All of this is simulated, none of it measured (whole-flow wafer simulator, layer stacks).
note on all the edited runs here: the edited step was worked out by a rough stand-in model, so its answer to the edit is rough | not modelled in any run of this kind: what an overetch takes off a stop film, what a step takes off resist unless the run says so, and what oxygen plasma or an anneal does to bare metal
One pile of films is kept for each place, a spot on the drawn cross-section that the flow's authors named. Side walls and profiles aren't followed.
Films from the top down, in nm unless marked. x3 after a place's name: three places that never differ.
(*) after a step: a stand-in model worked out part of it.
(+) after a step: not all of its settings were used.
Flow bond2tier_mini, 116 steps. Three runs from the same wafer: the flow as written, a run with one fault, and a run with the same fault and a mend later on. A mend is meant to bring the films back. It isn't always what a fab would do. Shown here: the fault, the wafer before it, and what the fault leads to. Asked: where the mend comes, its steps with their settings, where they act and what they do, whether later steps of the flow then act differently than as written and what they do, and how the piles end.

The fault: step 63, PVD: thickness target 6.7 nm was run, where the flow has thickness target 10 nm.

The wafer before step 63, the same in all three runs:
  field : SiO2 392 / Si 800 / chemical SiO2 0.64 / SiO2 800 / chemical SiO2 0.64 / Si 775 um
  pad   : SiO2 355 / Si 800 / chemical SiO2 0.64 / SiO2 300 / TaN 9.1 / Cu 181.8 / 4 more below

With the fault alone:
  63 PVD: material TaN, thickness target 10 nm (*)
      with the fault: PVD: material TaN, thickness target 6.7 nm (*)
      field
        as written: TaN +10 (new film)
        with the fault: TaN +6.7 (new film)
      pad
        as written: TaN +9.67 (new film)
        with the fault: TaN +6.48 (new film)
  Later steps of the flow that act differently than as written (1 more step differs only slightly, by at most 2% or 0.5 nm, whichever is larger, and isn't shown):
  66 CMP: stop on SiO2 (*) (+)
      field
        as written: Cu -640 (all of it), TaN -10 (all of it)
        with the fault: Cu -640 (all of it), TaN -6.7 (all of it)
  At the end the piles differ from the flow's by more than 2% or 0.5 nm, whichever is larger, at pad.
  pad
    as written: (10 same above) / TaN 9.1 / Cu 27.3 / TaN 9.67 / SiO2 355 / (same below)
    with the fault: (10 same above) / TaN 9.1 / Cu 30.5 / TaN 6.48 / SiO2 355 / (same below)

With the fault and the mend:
  The mend comes after step 63.
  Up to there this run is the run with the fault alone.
  63a PVD: material TaN, thickness target 3.3 nm (*) (the flow's step 63 once more, with other settings)
      field
        TaN +3.3
      pad
        TaN +3.19
  No later step of the flow acts differently than as written at any place that is followed.
  At the end the piles are the same as the flow's at every place that both follow.
